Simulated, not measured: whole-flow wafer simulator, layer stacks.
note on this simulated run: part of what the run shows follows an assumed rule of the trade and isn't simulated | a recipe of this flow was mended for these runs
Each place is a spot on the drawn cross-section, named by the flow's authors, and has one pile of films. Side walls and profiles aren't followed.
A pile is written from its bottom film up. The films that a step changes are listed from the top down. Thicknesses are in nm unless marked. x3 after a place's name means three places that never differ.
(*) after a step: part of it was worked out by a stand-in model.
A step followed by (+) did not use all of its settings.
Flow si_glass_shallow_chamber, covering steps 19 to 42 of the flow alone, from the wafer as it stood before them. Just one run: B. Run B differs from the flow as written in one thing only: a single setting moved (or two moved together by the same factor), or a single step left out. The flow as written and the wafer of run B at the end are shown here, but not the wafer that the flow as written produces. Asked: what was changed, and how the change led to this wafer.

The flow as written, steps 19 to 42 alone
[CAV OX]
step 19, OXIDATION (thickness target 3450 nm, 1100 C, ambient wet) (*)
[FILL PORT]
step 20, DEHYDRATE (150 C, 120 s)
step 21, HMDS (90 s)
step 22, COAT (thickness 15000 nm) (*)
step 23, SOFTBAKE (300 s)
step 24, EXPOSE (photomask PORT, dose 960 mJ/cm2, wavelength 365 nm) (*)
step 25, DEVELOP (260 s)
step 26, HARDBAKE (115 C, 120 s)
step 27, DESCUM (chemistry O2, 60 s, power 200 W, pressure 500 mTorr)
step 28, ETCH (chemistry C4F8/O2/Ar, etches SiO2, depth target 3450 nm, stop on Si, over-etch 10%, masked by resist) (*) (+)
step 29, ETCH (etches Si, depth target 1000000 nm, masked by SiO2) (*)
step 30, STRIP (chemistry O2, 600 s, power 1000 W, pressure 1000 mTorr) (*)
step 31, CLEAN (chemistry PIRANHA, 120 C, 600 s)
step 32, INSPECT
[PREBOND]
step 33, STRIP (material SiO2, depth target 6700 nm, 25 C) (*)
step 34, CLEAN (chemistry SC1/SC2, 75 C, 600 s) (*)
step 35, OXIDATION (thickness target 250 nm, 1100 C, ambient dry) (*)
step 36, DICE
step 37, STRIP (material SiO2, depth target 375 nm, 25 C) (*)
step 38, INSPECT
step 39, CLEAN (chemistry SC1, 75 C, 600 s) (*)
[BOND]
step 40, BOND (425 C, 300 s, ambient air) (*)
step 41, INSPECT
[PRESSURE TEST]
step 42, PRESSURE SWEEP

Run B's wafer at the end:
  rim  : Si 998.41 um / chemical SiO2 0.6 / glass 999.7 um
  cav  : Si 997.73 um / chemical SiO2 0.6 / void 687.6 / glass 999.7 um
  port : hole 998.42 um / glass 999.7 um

The reason: step 19, OXIDATION: thickness target 1725 nm was run, though the flow has thickness target 3450 nm.

How this came from the change, step by step:
  step 19, OXIDATION (thickness target 3450 nm, 1100 C, ambient wet) (*)
      rim, ramp, septum, ring: +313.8 SiO2, -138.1 Si (in the flow as written it would be: +1110.9 SiO2, -488.8 Si)
      cav, port: +1725 SiO2 (new film), -0.6 chemical SiO2 (all of it), -758.7 Si (in the flow as written it would be: +3450 SiO2 (new film), -0.6 chemical SiO2 (all of it), -1517.7 Si)
  step 22, COAT (thickness 15000 nm) (*)
      rim: +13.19 um thick-i-line-resist (new film) (in the flow as written it would be: +13.4 um thick-i-line-resist (new film))
      ramp: +12.61 um thick-i-line-resist (new film) (in the flow as written it would be: +12.89 um thick-i-line-resist (new film))
      (and at 4 other places as well)
  step 23, SOFTBAKE (300 s)
      rim: -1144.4 thick-i-line-resist (in the flow as written it would be: -997 thick-i-line-resist)
      ramp: -565.9 thick-i-line-resist (in the flow as written it would be: -487.1 thick-i-line-resist)
      (and at 4 other places as well)
  step 25, DEVELOP (260 s)
      port: -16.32 um thick-i-line-resist (all of it) (in the flow as written it would be: -16.16 um thick-i-line-resist (all of it))
  step 26, HARDBAKE (115 C, 120 s)
      rim, ramp: -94 thick-i-line-resist (in the flow as written it would be: -98.2 thick-i-line-resist)
  step 28, ETCH (chemistry C4F8/O2/Ar, etches SiO2, depth target 3450 nm, stop on Si, over-etch 10%, masked by resist) (*) (+)
      rim, ramp, cav, septum, ring: -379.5 thick-i-line-resist (in the flow as written it would be: -759 thick-i-line-resist)
      port: -1725 SiO2 (all of it), -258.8 Si (in the flow as written it would be: -3450 SiO2 (all of it), -43.1 Si)
  step 29, ETCH (etches Si, depth target 1000000 nm, masked by SiO2) (*)
      rim, ramp: -11.5 um thick-i-line-resist (all of it), -1604.3 SiO2 (in the flow as written it would be: -11.47 um thick-i-line-resist (all of it), -1617.3 SiO2)
      port: +997.59 um hole (new film), -997.59 um Si (all of it) (in the flow as written it would be: +997.05 um hole (new film), -997.05 um Si (all of it))
      (and at 2 other places as well)
  step 30, STRIP (chemistry O2, 600 s, power 1000 W, pressure 1000 mTorr) (*)
      cav: -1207 thick-i-line-resist (all of it) (in the flow as written it would be: -669.6 thick-i-line-resist (all of it))
  step 33, STRIP (material SiO2, depth target 6700 nm, 25 C) (*)
      rim, ramp: -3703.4 SiO2 (all of it) (in the flow as written it would be: -4487.5 SiO2 (all of it))
      cav: -1725 SiO2 (all of it) (in the flow as written it would be: -3450 SiO2 (all of it))
      (and at 2 other places as well)
  step 40, BOND (425 C, 300 s, ambient air) (*)
      cav: +999.7 um glass (new film), +687.6 void (new film) (in the flow as written it would be: +999.7 um glass (new film), +1095.9 void (new film))
      port: +999.7 um glass (new film), +824.6 hole (in the flow as written it would be: +999.7 um glass (new film), +1017.3 hole)
